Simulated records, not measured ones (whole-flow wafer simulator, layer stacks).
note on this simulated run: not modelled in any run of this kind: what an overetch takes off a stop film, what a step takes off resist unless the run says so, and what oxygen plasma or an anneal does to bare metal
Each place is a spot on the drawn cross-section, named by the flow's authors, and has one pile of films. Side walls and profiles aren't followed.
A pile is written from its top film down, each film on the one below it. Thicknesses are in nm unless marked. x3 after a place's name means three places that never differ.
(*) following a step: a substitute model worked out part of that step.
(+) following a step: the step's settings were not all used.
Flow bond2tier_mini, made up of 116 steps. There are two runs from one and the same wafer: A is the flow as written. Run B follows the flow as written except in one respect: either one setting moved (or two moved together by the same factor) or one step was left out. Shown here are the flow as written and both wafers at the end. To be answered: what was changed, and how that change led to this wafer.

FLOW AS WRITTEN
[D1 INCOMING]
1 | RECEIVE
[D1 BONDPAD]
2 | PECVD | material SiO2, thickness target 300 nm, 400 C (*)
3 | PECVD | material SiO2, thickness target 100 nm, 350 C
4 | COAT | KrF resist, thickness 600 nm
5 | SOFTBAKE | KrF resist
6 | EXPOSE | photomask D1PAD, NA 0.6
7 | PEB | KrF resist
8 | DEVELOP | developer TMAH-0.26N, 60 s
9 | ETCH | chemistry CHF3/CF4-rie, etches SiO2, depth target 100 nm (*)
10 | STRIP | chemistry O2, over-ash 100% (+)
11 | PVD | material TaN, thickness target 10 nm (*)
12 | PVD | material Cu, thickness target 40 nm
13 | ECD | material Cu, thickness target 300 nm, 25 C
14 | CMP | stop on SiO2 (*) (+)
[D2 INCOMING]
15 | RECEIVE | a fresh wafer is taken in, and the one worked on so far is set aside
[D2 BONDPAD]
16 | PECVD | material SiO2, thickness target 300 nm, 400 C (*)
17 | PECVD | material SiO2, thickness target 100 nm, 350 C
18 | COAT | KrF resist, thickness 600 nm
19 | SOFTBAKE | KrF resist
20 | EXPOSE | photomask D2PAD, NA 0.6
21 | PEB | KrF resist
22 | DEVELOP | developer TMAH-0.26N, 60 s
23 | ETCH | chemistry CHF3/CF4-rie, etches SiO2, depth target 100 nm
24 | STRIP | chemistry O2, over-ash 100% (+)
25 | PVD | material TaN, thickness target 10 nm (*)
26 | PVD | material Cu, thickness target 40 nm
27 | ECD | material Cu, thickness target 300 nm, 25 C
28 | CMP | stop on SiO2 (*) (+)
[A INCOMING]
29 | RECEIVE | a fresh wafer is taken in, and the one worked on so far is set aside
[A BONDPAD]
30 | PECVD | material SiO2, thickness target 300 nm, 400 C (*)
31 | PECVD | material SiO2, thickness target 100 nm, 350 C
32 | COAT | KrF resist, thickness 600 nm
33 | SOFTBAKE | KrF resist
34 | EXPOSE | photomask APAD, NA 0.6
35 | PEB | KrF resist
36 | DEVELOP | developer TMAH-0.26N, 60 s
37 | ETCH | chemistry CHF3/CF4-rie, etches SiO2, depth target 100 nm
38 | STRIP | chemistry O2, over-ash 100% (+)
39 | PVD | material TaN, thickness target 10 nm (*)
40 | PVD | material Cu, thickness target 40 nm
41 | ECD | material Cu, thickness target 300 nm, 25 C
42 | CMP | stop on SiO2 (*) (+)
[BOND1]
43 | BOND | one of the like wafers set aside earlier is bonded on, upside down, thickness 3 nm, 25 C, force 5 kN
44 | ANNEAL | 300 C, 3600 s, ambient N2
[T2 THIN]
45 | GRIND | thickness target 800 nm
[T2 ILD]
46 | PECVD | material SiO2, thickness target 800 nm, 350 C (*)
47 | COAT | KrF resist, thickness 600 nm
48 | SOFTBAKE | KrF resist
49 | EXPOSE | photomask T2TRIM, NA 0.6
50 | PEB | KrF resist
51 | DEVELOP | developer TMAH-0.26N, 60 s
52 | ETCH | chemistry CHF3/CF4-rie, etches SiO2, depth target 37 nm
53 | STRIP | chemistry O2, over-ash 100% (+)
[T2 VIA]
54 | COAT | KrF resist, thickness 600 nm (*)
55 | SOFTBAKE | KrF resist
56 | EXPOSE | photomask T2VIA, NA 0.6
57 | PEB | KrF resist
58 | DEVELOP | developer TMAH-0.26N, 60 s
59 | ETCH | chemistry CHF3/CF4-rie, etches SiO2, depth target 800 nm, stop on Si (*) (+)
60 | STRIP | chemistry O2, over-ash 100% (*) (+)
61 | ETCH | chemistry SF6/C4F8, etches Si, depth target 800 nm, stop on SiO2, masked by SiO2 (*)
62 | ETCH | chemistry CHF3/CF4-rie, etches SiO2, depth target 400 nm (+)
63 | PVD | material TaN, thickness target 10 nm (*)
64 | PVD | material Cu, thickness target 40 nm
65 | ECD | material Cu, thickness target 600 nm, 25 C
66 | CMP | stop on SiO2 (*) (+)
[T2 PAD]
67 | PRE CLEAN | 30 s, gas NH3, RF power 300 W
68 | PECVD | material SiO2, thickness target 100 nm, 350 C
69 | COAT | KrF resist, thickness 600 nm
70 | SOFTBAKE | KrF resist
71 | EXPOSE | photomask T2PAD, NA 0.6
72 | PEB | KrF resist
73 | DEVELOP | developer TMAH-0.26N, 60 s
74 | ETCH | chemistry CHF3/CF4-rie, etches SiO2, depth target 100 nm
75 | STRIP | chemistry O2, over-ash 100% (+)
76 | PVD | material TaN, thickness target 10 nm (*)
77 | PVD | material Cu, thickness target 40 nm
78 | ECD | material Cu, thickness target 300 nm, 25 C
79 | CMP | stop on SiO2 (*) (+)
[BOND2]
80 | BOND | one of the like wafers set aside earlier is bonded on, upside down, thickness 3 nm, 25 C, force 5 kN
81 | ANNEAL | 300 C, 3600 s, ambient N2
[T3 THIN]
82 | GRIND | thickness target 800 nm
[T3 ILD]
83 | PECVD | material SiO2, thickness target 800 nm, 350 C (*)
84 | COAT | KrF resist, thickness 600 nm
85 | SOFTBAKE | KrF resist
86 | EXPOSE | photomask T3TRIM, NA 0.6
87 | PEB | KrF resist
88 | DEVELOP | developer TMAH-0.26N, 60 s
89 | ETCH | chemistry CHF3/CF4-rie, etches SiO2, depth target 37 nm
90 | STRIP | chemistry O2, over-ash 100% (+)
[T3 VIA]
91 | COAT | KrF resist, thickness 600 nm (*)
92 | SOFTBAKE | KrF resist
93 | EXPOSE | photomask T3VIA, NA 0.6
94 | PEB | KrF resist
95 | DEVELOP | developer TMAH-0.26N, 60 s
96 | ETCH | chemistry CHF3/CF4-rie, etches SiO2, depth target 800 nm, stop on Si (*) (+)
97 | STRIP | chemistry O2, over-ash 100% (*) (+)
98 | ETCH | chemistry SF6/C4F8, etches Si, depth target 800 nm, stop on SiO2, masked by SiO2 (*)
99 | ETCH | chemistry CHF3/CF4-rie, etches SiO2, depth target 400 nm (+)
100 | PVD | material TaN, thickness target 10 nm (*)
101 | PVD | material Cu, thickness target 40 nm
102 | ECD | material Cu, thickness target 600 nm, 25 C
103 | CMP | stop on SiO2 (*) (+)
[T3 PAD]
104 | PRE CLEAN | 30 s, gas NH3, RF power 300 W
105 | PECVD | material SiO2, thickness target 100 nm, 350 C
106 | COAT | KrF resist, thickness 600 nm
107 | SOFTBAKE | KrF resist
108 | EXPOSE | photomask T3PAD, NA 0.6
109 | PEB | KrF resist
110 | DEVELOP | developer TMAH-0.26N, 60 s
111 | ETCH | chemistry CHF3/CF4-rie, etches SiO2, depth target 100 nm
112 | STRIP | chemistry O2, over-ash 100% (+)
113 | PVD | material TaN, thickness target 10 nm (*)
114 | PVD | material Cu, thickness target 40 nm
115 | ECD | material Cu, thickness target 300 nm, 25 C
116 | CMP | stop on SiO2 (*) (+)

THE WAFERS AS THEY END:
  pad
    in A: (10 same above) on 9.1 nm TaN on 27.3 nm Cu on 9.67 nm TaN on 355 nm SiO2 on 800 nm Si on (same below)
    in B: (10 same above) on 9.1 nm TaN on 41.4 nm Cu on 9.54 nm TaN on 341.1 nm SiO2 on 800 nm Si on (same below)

Cause: step 52, ETCH: depth target 50.9 nm was run, though the flow has depth target 37 nm.

How this came from the change, step by step:
  52 | ETCH | chemistry CHF3/CF4-rie, etches SiO2, depth target 37 nm
      pad, via: A SiO2 loses 37 | B SiO2 loses 50.9
      field: A KrF resist loses 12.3 | B KrF resist loses 17
  65 | ECD | material Cu, thickness target 600 nm, 25 C
      pad: A Cu gains 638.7 | B Cu gains 653.2
